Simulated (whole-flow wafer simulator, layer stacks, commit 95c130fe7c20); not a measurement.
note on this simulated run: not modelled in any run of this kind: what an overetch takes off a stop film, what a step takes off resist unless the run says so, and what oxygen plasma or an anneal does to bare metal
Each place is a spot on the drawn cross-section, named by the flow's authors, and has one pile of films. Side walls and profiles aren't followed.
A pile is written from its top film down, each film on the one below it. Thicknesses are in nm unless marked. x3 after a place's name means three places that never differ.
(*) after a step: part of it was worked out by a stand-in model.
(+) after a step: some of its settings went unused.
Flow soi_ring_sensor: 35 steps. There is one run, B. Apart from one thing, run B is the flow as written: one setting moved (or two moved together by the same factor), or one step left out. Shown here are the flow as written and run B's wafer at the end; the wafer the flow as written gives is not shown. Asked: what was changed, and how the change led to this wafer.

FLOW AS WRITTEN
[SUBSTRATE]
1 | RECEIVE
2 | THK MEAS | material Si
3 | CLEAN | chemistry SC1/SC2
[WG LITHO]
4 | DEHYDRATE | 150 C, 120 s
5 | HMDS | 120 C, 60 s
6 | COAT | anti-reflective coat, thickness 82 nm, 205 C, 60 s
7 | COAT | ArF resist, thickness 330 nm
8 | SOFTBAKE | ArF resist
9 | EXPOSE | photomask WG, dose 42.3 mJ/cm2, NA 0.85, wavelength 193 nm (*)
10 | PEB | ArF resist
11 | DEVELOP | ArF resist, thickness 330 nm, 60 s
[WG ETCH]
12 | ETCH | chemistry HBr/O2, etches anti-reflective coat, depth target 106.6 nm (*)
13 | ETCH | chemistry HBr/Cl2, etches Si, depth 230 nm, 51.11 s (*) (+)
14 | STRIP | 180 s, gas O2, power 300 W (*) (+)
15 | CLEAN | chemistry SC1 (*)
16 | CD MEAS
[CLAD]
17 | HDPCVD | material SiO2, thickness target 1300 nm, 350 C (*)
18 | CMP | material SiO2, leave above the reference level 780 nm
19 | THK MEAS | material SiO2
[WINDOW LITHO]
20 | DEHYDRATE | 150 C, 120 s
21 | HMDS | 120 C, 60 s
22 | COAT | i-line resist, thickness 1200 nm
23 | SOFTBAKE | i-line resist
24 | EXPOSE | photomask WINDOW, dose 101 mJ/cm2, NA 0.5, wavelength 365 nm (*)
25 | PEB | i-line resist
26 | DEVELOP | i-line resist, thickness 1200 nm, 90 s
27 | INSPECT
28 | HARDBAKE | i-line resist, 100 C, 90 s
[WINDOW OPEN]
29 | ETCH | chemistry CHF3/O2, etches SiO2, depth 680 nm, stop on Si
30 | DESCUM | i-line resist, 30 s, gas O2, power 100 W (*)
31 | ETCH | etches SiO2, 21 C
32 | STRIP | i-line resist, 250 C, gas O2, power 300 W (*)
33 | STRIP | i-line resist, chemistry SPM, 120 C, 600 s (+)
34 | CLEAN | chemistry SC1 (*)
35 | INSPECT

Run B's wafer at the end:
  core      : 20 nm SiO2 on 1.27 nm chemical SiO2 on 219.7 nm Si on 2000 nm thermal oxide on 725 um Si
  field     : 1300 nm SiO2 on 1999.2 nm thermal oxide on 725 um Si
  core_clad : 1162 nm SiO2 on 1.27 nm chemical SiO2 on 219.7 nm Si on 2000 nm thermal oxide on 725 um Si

Cause: step 18, CMP: leave above the reference level 1162 nm was run, though the flow has leave above the reference level 780 nm.
The wafer lets one read it off: core_clad has SiO2 1162, and step 18 as written asks for 780 nm.

Step by step, how the change led to this:
  18 | CMP | material SiO2, leave above the reference level 780 nm
      gap, window, field, gap_clad: nothing (as written it would have been: -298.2 SiO2)
      core, core_clad: -138 SiO2 (as written it would have been: -520 SiO2)
  22 | COAT | i-line resist, thickness 1200 nm
      core, core_clad: +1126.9 i-line resist (new film) (as written it would have been: +1200 i-line resist (new film))
  23 | SOFTBAKE | i-line resist
      core, core_clad: -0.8 i-line resist (as written it would have been: nothing)
      gap, gap_clad: -1.02 i-line resist (as written it would have been: nothing)
  25 | PEB | i-line resist
      core, core_clad: -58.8 i-line resist (as written it would have been: -62.8 i-line resist)
  26 | DEVELOP | i-line resist, thickness 1200 nm, 90 s
      core: -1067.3 i-line resist (all of it) (as written it would have been: -1137.2 i-line resist (all of it))
  31 | ETCH | etches SiO2, 21 C
      core: -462 SiO2 (as written it would have been: -100 SiO2 (all of it), -1.27 chemical SiO2 (all of it))
  32 | STRIP | i-line resist, 250 C, gas O2, power 300 W (*)
      core: nothing (as written it would have been: +1.23 chemical SiO2 (new film), -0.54 Si)
      core_clad: -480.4 i-line resist (all of it) (as written it would have been: -550.1 i-line resist (all of it))
